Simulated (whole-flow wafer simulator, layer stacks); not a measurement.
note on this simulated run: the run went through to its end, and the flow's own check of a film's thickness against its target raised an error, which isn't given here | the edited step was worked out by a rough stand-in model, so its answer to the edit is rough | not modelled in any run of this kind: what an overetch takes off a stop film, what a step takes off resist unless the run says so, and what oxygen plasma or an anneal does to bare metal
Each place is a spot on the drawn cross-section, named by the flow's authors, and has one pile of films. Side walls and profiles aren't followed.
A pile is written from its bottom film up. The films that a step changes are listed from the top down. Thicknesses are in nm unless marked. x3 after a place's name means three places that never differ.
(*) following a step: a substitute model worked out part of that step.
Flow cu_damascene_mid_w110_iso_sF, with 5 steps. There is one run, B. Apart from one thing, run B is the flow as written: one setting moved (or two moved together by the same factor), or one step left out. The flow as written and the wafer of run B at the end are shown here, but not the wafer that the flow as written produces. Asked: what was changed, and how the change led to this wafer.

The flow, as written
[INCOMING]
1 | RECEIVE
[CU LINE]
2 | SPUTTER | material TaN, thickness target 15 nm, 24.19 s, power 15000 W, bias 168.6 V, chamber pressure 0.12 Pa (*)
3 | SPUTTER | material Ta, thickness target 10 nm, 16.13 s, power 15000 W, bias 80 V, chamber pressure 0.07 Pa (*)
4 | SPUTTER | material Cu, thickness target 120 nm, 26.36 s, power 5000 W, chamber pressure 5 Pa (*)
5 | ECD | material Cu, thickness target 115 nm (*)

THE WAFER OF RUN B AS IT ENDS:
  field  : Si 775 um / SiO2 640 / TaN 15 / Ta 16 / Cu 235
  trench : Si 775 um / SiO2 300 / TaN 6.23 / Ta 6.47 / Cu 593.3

The reason: step 3, SPUTTER: 25.81 s was run, though the flow has 16.13 s.

Step by step, how the change led to this:
  3 | SPUTTER | material Ta, thickness target 10 nm, 16.13 s, power 15000 W, bias 80 V, chamber pressure 0.07 Pa (*)
      field: Ta gains 16 (new film) (as written it would have been: Ta gains 10 (new film))
      trench: Ta gains 6.47 (new film) (as written it would have been: Ta gains 4.05 (new film))
